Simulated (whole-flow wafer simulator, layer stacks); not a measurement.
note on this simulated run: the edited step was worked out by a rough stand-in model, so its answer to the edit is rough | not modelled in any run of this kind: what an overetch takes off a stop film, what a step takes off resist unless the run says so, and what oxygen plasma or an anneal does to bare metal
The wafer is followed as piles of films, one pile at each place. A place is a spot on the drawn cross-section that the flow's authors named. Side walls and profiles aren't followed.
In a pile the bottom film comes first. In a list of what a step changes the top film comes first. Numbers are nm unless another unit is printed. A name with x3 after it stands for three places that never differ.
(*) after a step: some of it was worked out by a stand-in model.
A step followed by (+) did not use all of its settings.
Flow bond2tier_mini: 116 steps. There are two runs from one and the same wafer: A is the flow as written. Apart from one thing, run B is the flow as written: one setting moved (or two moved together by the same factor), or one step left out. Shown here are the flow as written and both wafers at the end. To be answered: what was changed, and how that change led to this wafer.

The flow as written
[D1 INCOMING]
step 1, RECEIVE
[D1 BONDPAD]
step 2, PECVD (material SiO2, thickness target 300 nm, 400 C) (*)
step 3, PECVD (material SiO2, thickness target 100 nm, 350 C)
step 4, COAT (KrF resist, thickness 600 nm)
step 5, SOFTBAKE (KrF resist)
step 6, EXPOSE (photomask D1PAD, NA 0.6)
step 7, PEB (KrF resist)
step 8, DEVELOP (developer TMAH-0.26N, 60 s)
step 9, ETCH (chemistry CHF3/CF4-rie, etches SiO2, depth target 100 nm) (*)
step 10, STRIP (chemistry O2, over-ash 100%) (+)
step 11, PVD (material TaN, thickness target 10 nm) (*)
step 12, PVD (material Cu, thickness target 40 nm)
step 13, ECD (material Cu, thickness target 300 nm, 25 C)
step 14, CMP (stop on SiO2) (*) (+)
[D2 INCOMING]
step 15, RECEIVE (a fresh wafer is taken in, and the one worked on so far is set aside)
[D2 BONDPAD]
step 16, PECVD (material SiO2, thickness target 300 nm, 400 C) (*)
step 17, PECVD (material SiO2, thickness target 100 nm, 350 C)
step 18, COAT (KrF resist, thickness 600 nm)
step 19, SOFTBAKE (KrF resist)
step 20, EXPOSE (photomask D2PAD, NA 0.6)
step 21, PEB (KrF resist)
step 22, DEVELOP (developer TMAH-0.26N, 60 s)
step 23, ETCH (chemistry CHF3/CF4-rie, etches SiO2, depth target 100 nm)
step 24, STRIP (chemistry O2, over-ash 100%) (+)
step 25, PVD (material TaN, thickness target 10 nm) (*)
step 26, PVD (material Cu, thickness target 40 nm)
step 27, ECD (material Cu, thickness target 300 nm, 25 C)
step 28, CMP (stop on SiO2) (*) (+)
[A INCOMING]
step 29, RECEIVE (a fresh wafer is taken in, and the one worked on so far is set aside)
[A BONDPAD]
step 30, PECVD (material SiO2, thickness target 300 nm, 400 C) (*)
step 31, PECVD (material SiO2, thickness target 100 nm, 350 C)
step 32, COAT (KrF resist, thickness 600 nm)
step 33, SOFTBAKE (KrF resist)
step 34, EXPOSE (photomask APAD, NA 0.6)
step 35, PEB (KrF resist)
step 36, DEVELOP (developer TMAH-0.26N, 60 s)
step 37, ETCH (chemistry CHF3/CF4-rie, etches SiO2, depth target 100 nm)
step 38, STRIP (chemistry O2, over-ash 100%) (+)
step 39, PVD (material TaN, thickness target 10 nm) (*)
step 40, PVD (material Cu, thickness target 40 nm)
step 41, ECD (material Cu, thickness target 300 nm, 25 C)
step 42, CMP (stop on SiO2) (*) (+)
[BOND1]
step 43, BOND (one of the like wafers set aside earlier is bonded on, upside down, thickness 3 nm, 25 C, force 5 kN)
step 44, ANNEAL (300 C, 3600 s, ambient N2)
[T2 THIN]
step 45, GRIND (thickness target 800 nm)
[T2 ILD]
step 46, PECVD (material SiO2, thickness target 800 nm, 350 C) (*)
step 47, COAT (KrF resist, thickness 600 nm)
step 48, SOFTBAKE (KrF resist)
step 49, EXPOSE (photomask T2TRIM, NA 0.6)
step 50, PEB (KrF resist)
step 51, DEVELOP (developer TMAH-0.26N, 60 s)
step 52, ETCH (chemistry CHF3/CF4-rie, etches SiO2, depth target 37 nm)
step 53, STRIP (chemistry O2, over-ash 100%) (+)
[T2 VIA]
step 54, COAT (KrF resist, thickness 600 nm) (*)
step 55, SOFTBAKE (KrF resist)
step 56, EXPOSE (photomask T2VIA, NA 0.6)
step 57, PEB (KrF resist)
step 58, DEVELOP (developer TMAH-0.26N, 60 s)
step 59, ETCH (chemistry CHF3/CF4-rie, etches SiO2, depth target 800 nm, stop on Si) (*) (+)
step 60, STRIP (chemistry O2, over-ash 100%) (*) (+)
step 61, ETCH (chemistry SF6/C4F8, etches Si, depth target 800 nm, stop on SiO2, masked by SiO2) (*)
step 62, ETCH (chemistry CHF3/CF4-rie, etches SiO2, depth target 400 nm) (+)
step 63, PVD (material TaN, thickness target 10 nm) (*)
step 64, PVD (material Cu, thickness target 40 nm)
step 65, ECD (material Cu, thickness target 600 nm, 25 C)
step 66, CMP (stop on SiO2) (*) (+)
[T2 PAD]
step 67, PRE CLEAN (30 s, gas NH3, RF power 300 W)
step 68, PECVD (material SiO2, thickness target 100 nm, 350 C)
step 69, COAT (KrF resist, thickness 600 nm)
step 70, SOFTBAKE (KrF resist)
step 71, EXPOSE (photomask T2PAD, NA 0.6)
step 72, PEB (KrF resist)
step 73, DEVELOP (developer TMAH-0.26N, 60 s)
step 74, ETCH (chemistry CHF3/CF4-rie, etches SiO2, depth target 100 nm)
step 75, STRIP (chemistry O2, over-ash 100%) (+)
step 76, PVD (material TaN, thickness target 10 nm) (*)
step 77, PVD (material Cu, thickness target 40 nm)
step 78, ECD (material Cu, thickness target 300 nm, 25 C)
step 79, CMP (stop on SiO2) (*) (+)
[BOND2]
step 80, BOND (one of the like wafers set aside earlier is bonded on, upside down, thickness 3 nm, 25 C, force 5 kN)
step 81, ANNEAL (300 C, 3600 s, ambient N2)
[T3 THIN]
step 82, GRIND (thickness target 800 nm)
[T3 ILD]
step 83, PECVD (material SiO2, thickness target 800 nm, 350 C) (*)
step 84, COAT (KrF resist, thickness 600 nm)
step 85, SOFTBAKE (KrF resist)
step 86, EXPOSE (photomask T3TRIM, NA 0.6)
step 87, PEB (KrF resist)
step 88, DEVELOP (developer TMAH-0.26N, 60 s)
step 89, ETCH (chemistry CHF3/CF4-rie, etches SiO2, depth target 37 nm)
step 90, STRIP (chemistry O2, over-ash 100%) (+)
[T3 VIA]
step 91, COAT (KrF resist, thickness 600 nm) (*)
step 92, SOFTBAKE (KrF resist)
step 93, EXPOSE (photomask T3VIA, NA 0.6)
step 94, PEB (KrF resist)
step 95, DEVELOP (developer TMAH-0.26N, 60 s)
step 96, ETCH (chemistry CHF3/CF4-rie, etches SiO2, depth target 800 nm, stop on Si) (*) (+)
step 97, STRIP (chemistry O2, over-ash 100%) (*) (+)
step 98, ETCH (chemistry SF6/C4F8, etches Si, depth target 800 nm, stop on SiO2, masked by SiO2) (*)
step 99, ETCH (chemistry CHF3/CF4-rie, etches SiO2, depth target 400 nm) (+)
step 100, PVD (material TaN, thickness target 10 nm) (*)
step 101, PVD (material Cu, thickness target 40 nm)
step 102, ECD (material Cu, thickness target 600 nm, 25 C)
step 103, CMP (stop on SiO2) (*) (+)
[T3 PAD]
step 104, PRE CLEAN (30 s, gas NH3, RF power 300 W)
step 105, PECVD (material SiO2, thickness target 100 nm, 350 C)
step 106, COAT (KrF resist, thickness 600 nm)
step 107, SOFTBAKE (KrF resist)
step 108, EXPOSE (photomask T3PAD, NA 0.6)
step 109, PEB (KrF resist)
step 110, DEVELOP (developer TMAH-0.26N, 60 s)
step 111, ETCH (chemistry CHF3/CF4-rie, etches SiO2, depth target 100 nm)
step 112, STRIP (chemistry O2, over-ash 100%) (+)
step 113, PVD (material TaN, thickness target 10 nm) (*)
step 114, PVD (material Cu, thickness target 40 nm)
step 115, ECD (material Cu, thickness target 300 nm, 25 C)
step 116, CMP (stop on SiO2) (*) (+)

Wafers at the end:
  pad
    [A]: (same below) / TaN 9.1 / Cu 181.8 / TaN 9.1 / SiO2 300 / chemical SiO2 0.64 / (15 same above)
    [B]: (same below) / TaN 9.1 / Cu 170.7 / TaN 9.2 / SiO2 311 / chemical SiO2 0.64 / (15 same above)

What caused this: step 9, ETCH: depth target 89 nm was run, though the flow has depth target 100 nm.

Step by step, how the change led to this:
  step 9, ETCH (chemistry CHF3/CF4-rie, etches SiO2, depth target 100 nm) (*)
      pad, via: A -100 SiO2 | B -89 SiO2
      field: A -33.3 KrF resist | B -29.7 KrF resist
  step 13, ECD (material Cu, thickness target 300 nm, 25 C)
      pad: A +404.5 Cu | B +393 Cu
      via: A +400.2 Cu | B +389.1 Cu
  step 43, BOND (one of the like wafers set aside earlier is bonded on, upside down, thickness 3 nm, 25 C, force 5 kN)
      pad: A +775 um Si (new film), +0.64 chemical SiO2 (new film), +300 SiO2 (new film), +9.1 TaN (new film), +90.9 Cu | B +775 um Si (new film), +0.64 chemical SiO2 (new film), +311 SiO2 (new film), +9.2 TaN (new film), +79.8 Cu
      via: A +775 um Si (new film), +0.64 chemical SiO2 (new film), +300 SiO2 (new film), +9.97 TaN (new film), +90 Cu | B +775 um Si (new film), +0.64 chemical SiO2 (new film), +311 SiO2 (new film), +9.98 TaN (new film), +79 Cu
